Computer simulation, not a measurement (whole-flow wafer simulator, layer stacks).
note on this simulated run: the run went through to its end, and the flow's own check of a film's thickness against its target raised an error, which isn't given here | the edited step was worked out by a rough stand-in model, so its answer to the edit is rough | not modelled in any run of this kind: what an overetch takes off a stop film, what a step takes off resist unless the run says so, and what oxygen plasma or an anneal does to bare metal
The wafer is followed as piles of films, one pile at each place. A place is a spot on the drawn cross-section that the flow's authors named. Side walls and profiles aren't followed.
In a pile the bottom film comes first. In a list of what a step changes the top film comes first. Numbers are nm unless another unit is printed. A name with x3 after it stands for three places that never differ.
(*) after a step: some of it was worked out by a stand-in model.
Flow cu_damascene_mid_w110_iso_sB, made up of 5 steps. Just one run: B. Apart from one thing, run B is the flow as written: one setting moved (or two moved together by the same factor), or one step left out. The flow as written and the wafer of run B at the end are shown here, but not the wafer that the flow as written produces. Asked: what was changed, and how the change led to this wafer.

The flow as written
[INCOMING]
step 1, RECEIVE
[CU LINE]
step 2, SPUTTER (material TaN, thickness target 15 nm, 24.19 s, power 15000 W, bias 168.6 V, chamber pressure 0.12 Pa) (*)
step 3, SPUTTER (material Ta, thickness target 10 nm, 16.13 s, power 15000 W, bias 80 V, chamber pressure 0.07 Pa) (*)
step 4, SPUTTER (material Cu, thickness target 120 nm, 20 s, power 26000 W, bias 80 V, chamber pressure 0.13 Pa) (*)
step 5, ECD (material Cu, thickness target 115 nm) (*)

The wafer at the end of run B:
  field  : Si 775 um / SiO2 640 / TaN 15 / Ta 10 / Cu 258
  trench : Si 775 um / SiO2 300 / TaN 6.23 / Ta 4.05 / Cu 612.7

Cause: step 5, ECD: thickness target 138 nm was run, while the flow as written has thickness target 115 nm.

Step by step, how the change led to this:
  step 5, ECD (material Cu, thickness target 115 nm) (*)
      field: +138 Cu (it would be, as written: +115 Cu)
      trench: +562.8 Cu (it would be, as written: +539.8 Cu)
